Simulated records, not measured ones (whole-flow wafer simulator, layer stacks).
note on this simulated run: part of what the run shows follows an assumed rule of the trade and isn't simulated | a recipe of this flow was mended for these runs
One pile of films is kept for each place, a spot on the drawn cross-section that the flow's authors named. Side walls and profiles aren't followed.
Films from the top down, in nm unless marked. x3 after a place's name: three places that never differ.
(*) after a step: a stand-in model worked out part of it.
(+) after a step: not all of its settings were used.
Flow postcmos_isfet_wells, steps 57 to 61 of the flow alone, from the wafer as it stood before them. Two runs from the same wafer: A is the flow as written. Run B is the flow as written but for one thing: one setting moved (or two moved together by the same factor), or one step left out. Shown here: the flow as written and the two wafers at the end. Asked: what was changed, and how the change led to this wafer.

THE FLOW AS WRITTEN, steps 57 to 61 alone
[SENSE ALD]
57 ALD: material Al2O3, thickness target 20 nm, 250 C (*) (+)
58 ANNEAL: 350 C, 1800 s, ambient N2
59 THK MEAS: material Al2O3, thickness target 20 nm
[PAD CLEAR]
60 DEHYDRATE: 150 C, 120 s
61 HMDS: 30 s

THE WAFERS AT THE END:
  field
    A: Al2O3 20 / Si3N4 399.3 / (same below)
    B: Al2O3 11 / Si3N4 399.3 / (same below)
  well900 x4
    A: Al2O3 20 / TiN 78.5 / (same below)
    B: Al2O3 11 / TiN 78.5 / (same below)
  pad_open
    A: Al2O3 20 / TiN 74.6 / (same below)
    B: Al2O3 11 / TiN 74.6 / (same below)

The cause: step 57, ALD: thickness target 11 nm was run, where the flow has thickness target 20 nm.
It can be read off the wafer: field has Al2O3 11, and step 57 as written asks for 20 nm.

How the change led to this, step by step:
  57 ALD: material Al2O3, thickness target 20 nm, 250 C (*) (+)
      field, margin x3, well900 x4, pad_open: A Al2O3 +20 (new film) | B Al2O3 +11 (new film)
